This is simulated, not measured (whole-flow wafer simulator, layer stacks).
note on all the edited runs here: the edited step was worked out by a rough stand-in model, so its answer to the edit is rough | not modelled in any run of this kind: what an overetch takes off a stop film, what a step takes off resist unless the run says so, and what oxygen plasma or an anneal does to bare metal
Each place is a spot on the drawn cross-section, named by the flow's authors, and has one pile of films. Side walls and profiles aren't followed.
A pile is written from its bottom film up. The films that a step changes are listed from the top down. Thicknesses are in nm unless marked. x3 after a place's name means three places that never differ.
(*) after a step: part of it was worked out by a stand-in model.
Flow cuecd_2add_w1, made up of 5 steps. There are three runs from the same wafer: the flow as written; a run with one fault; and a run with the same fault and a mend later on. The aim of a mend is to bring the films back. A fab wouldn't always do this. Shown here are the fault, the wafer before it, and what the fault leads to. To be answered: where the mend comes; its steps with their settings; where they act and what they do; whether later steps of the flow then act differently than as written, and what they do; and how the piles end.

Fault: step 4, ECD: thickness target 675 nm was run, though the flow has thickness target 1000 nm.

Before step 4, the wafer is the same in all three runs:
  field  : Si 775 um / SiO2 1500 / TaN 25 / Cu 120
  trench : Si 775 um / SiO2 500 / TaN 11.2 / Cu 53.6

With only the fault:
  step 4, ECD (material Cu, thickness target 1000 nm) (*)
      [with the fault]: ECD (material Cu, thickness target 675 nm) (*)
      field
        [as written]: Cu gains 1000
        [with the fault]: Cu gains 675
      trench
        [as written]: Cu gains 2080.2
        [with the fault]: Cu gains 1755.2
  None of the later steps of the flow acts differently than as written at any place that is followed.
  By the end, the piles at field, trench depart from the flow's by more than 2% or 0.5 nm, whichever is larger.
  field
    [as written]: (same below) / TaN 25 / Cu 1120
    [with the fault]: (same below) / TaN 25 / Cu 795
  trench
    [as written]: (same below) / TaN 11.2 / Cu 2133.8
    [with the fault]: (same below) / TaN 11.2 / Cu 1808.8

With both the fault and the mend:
  The mend follows step 5.
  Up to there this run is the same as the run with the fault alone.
  step 5a, ECD (material Cu, thickness target 325 nm) (a further turn of the flow's step 4, with different settings)
      field, trench
        Cu gains 325
  None of the later steps of the flow acts differently than as written at any place that is followed.
  The piles end the same as the flow's at every place that both follow.
